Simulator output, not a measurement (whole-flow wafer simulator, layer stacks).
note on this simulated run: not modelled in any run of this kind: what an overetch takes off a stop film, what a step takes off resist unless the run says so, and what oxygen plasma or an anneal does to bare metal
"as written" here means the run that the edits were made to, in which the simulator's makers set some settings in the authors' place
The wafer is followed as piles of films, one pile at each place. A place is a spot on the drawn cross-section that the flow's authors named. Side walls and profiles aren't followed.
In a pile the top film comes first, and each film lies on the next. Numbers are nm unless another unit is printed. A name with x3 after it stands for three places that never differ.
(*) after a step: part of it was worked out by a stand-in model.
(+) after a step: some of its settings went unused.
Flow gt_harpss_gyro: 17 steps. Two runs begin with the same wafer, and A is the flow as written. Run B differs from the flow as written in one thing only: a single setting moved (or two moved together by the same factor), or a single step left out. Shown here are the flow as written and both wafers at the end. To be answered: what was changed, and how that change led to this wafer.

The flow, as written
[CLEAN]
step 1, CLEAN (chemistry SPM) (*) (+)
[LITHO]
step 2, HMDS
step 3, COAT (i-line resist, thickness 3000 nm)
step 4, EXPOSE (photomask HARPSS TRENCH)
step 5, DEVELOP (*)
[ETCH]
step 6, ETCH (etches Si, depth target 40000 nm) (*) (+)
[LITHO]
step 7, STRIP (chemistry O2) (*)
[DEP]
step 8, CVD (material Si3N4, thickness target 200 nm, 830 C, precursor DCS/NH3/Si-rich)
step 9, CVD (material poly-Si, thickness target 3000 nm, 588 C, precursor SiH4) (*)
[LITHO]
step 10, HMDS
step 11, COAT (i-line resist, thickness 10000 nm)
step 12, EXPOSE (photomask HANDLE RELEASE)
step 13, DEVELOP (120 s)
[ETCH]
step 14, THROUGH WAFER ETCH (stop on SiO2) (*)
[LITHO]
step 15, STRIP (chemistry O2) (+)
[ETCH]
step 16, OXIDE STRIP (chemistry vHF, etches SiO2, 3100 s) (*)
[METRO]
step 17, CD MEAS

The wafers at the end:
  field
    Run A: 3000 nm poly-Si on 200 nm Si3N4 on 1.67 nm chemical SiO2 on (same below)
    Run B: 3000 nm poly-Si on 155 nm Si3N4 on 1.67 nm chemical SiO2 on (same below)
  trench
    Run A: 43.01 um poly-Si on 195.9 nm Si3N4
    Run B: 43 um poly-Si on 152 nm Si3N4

Cause: step 8, CVD: thickness target 155 nm was run, while the flow as written has thickness target 200 nm.
One can read it off the wafer: field has Si3N4 155, and step 8 as written asks for 200 nm.

The path from the change to this, step by step:
  step 8, CVD (material Si3N4, thickness target 200 nm, 830 C, precursor DCS/NH3/Si-rich)
      field: A Si3N4 gains 200 (new film) | B Si3N4 gains 155 (new film)
      trench: A Si3N4 gains 195.9 (new film) | B Si3N4 gains 152 (new film)
  step 9, CVD (material poly-Si, thickness target 3000 nm, 588 C, precursor SiH4) (*)
      trench: A poly-Si gains 43.01 um (new film) | B poly-Si gains 43 um (new film)
